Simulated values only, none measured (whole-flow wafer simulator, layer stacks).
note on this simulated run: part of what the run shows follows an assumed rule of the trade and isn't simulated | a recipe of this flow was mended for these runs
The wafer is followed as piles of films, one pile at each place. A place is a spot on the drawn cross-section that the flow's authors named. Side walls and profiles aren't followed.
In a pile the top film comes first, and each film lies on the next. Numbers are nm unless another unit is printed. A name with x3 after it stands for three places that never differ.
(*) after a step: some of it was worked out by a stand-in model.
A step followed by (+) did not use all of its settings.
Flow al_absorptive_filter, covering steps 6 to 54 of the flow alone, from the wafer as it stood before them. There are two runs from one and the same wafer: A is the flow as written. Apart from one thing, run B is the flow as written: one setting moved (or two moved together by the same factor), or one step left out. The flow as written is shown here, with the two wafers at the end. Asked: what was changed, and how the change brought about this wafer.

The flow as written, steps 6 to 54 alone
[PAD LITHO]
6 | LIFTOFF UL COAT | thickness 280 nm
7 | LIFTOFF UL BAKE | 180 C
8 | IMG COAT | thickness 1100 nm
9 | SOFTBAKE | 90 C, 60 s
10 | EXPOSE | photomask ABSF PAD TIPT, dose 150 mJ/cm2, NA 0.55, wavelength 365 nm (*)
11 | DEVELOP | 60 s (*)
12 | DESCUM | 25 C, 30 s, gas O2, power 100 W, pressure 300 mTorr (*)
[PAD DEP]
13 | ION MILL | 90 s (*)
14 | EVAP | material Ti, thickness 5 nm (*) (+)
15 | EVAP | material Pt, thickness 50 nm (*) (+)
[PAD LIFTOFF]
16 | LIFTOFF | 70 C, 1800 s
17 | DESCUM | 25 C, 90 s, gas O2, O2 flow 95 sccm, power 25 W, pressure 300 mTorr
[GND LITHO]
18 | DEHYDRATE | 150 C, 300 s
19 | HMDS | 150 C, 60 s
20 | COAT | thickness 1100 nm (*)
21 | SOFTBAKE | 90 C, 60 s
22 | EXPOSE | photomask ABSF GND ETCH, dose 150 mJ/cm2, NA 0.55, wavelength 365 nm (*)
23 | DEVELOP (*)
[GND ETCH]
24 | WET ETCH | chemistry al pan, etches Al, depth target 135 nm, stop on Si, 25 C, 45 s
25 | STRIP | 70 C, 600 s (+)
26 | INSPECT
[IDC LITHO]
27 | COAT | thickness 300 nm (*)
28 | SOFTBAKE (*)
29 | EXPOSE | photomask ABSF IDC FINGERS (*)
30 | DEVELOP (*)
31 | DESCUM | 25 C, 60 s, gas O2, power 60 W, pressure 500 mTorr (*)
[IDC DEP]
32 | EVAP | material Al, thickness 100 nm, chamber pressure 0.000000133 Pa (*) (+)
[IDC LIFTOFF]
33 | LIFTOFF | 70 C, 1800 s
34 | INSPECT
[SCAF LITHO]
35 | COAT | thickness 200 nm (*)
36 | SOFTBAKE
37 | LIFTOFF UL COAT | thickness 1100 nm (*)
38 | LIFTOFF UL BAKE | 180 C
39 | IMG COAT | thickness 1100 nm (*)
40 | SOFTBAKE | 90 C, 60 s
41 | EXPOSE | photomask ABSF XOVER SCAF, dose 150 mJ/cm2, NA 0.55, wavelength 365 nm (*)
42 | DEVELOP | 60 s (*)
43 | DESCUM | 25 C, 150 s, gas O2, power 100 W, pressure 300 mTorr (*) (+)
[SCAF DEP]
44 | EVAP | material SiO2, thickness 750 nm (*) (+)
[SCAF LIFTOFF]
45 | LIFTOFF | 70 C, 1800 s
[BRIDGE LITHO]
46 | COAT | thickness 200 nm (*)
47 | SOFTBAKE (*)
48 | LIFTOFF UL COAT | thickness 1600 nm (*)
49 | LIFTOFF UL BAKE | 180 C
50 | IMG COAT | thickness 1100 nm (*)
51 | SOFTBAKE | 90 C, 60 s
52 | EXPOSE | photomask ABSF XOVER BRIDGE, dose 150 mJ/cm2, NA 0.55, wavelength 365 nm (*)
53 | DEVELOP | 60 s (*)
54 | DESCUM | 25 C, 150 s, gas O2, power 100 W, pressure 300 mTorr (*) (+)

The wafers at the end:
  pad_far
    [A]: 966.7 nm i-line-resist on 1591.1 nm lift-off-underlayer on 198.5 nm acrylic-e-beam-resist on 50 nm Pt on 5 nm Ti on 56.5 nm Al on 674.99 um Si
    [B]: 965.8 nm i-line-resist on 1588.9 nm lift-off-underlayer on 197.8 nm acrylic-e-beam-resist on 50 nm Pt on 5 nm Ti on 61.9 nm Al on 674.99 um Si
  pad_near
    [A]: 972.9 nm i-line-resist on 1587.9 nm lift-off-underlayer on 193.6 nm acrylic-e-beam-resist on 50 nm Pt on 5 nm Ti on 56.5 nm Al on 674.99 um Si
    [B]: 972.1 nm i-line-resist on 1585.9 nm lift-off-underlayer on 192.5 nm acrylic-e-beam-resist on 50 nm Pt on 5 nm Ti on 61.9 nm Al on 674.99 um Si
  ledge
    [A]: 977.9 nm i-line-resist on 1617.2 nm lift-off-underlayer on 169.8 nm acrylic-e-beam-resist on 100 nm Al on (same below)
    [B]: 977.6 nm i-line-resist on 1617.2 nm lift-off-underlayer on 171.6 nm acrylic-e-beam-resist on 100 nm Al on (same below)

The reason: step 13, ION MILL: 74 s was run, whereas the flow has 90 s.

Step by step, how the change led to this:
  13 | ION MILL | 90 s (*)
      gnd, ledge, res and 9 more: A i-line-resist loses 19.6 | B i-line-resist loses 16.1
      pad_far, pad_near: A Al loses 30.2 | B Al loses 24.8
